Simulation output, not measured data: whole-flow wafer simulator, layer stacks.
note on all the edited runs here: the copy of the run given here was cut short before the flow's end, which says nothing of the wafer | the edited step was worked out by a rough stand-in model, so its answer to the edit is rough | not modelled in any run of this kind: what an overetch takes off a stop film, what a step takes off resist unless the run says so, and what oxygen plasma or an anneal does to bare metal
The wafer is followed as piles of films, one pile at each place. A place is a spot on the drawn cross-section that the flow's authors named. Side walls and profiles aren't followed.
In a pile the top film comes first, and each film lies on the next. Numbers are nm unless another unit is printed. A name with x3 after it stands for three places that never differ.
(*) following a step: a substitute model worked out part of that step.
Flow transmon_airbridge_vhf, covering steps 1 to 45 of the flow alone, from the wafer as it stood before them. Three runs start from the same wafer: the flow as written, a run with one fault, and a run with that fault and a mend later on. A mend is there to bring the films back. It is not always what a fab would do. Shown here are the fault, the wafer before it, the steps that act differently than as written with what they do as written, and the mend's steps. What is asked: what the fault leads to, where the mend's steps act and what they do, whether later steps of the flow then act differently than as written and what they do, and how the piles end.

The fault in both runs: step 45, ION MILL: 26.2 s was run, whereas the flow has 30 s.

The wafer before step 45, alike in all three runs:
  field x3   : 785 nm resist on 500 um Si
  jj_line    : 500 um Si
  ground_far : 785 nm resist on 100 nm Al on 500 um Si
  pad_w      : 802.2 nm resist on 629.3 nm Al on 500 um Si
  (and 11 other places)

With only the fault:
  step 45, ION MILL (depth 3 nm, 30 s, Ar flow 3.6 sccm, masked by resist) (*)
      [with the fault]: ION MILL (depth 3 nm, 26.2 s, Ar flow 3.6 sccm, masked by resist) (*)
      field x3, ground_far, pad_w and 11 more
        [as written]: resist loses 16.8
        [with the fault]: resist loses 14.7
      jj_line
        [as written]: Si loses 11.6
        [with the fault]: Si loses 10.2
  Every later step of the flow that is run acts as written at every place that is followed.
  When the end is reached, the piles differ only a little from the flow's at the places that both follow, at most by 2% or 0.5 nm, whichever is larger.

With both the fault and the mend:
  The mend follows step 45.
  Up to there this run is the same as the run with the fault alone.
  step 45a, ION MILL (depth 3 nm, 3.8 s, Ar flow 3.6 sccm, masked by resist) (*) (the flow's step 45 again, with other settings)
      field x3, ground_far, pad_w and 11 more
        resist loses 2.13
      jj_line
        Si loses 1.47
  Every later step of the flow that is run acts as written at every place that is followed.
  The piles end the same as the flow's at every place that both follow.
